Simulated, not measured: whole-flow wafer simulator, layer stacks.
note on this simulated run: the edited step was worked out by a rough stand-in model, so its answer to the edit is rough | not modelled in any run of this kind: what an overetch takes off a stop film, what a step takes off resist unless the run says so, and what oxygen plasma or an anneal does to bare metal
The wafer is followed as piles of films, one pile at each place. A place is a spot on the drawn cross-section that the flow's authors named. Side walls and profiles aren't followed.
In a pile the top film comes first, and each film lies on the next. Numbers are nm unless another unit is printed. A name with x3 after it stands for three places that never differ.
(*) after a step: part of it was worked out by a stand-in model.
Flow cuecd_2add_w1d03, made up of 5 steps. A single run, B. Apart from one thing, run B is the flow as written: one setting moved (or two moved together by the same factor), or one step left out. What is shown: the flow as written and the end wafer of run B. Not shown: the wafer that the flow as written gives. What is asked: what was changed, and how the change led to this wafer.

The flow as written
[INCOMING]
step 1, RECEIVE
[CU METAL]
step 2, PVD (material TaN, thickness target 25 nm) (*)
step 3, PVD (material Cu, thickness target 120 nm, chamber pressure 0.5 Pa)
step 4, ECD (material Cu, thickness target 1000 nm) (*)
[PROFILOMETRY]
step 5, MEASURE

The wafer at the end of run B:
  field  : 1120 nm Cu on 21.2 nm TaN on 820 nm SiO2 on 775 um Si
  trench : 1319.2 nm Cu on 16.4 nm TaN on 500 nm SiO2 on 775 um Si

Cause: step 2, PVD: thickness target 21.2 nm was run, though the flow has thickness target 25 nm.
One can read it off the wafer: field has TaN 21.2, and step 2 as written asks for 25 nm.

The path from the change to this, step by step:
  step 2, PVD (material TaN, thickness target 25 nm) (*)
      field: +21.2 TaN (new film) (as written it would have been: +25 TaN (new film))
      trench: +16.4 TaN (new film) (as written it would have been: +19.4 TaN (new film))
